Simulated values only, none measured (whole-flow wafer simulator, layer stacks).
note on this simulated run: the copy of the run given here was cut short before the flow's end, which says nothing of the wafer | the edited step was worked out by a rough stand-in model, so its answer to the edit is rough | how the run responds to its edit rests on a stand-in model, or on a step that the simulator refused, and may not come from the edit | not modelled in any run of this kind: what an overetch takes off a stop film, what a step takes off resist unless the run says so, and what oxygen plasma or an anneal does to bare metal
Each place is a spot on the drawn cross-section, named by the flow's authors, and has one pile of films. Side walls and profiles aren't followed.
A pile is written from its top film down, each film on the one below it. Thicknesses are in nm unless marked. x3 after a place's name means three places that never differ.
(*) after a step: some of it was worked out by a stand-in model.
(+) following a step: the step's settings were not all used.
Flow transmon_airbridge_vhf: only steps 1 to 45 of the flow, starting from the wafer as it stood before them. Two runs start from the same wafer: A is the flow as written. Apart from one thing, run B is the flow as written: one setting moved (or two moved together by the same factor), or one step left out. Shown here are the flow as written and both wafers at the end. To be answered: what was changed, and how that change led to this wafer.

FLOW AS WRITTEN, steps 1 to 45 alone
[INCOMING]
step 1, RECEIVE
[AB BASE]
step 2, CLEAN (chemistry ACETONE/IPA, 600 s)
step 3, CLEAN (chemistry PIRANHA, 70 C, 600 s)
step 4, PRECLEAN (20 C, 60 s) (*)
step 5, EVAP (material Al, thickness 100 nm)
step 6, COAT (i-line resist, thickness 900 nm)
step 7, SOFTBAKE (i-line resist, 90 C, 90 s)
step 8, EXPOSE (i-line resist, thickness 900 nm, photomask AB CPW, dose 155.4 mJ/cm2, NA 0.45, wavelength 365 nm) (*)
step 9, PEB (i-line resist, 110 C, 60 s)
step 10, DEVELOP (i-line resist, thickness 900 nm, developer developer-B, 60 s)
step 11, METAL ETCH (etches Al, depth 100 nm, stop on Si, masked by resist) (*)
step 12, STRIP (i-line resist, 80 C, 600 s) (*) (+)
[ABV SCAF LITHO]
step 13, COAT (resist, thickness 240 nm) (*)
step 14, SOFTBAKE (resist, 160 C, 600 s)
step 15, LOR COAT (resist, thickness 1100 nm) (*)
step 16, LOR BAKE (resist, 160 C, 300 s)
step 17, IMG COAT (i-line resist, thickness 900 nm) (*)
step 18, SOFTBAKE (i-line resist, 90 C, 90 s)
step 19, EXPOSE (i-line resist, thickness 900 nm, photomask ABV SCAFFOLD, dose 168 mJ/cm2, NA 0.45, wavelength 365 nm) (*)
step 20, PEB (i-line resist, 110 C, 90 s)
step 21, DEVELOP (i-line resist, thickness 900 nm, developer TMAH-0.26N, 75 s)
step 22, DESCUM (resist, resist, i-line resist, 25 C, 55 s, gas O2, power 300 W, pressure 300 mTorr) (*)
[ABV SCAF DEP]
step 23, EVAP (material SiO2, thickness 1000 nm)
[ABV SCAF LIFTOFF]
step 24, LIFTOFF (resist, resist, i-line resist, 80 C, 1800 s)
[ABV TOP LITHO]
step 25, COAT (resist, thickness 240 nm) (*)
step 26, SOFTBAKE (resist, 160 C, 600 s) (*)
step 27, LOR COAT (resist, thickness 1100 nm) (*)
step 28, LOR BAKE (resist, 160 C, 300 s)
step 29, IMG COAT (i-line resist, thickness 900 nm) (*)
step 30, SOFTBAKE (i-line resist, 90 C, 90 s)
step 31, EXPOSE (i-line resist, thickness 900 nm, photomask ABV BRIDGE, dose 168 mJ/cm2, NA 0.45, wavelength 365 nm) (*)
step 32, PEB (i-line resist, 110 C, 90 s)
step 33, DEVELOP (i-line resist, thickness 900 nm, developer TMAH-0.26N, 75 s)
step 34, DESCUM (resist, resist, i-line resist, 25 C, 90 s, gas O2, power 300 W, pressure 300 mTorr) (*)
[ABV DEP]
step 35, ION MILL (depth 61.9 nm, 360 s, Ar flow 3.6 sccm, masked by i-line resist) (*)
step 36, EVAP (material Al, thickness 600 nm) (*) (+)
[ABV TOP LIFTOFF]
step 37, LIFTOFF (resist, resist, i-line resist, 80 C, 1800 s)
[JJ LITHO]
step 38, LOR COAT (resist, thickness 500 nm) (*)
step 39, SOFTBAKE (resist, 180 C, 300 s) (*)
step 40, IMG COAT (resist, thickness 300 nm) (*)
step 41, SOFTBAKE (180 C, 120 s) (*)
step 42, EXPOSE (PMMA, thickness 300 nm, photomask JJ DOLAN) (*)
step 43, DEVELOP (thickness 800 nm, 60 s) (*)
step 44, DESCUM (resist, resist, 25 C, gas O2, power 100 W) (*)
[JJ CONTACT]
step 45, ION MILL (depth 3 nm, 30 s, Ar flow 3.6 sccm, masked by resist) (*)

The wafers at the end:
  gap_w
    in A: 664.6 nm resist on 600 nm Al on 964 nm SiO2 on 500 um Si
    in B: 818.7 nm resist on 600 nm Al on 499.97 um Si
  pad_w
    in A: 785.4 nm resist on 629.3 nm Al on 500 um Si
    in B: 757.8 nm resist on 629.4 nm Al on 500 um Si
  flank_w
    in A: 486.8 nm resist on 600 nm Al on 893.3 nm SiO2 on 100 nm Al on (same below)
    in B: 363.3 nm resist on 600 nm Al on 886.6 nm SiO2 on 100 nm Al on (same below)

The reason: step 13, COAT: thickness 384 nm was run, though the flow has thickness 240 nm.

The path from the change to this, step by step:
  step 13, COAT (resist, thickness 240 nm) (*)
      field x3, jj_line, trace_open_s x2, margin_s, bridge_strip, margin_n: A resist gains 240 (new film) | B resist gains 384 (new film)
      pad_w, pad_e: A resist gains 239.3 (new film) | B resist gains 383 (new film)
      (also at 6 further places)
  step 22, DESCUM (resist, resist, i-line resist, 25 C, 55 s, gas O2, power 300 W, pressure 300 mTorr) (*)
      gap_w, gap_e: A resist loses 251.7 (all of it) | B resist loses 386.7
      margin_s, bridge_strip, margin_n: A resist loses 240 (all of it) | B resist loses 384 (all of it)
      (also at 3 further places)
  step 24, LIFTOFF (resist, resist, i-line resist, 80 C, 1800 s)
      gap_w, gap_e: A nothing | B SiO2 loses 1000 (all of it), resist loses 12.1 (all of it)
      field x3, jj_line, trace_open_s x2: A SiO2 loses 1000 (all of it), i-line resist loses 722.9 (all of it), resist loses 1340 (all of it) | B SiO2 loses 1000 (all of it), i-line resist loses 722.9 (all of it), resist loses 1484 (all of it)
      (also at 3 further places)
  step 25, COAT (resist, thickness 240 nm) (*)
      flank_w, flank_e: A resist gains 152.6 (new film) | B resist gains 125.5 (new film)
      gap_w, gap_e: A resist gains 210.7 (new film) | B resist gains 275.3 (new film)
      (also at 4 further places)
  step 27, LOR COAT (resist, thickness 1100 nm) (*)
      gap_w, gap_e: A resist gains 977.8 | B resist gains 1254.1
      pad_w: A resist gains 1247.8 | B resist gains 1183.6
      (also at 4 further places)
  step 29, IMG COAT (i-line resist, thickness 900 nm) (*)
      gap_w, gap_e: A i-line resist gains 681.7 (new film) | B i-line resist gains 984.9 (new film)
      ground_far: A i-line resist gains 1024.5 (new film) | B i-line resist gains 964.9 (new film)
      (also at 5 further places)
  step 30, SOFTBAKE (i-line resist, 90 C, 90 s)
      flank_w, flank_e: A i-line resist loses 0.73 | B i-line resist loses 1.67
  step 32, PEB (i-line resist, 110 C, 90 s)
      pad_w, pad_e: A i-line resist loses 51 | B i-line resist loses 47.6
      flank_w, flank_e: A i-line resist loses 38.3 | B i-line resist loses 39.1
      (also at 4 further places)
  step 33, DEVELOP (i-line resist, thickness 900 nm, developer TMAH-0.26N, 75 s)
      gap_w, gap_e: A i-line resist loses 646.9 (all of it), resist loses 977.8 | B i-line resist loses 934.5 (all of it), resist loses 1254.1
      pad_w: A i-line resist loses 937.2 (all of it), resist loses 1247.8 | B i-line resist loses 878.3 (all of it), resist loses 1183.6
      (also at 4 further places)
  step 34, DESCUM (resist, resist, i-line resist, 25 C, 90 s, gas O2, power 300 W, pressure 300 mTorr) (*)
      flank_w, flank_e: A resist loses 152.6 (all of it) | B resist loses 125.5 (all of it)
      gap_w, gap_e: A resist loses 210.7 (all of it) | B resist loses 275.3 (all of it)
      (also at 3 further places)
  step 35, ION MILL (depth 61.9 nm, 360 s, Ar flow 3.6 sccm, masked by i-line resist) (*)
      gap_w, gap_e: A SiO2 loses 36 | B Si loses 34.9
  step 37, LIFTOFF (resist, resist, i-line resist, 80 C, 1800 s)
      ground_far: A Al loses 600 (all of it), i-line resist loses 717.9 (all of it), resist loses 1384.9 (all of it) | B Al loses 600 (all of it), i-line resist loses 661.4 (all of it), resist loses 1358.3 (all of it)
  step 38, LOR COAT (resist, thickness 500 nm) (*)
      pad_w, pad_e: A resist gains 517 (new film) | B resist gains 502.3 (new film)
      flank_w, flank_e: A resist gains 306.5 (new film) | B resist gains 231.1 (new film)
      (also at 3 further places)
  step 40, IMG COAT (resist, thickness 300 nm) (*)
      pad_w, pad_e: A resist gains 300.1 | B resist gains 287.3
      flank_w, flank_e: A resist gains 212.1 | B resist gains 164.1
      (also at 3 further places)
